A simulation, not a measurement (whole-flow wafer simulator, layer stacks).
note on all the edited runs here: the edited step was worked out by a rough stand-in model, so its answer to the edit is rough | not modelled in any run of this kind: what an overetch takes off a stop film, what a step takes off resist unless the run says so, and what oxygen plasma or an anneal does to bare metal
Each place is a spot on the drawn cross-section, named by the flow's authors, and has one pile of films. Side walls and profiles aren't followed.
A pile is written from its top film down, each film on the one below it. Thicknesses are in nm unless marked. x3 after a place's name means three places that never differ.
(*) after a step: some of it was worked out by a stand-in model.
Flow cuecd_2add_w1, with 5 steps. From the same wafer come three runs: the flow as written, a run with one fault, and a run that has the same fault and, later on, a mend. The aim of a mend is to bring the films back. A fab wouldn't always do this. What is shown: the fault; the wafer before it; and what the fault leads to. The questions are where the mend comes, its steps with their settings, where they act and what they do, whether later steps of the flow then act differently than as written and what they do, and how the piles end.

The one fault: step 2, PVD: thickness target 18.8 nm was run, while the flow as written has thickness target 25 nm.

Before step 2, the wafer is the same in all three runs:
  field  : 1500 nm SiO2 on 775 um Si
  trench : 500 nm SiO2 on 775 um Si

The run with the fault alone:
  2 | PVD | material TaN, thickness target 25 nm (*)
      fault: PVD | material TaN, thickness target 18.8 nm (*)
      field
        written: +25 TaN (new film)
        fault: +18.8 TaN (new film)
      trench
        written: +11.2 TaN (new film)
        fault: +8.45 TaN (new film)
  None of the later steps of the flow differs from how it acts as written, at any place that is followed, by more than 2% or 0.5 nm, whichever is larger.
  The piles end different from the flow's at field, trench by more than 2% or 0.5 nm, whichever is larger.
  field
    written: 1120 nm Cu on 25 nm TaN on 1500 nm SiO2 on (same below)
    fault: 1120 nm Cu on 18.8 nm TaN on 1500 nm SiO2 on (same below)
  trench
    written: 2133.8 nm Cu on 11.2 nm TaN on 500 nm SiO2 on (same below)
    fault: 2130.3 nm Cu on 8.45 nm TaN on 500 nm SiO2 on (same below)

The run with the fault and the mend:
  The mend follows step 2.
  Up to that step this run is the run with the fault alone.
  2a | PVD | material TaN, thickness target 6.2 nm (*) (the flow's step 2 again, with other settings)
      field
        +6.2 TaN
      trench
        +2.74 TaN
  None of the later steps of the flow acts differently than as written at any place that is followed.
  At every place that both follow, the piles at the end match the flow's.
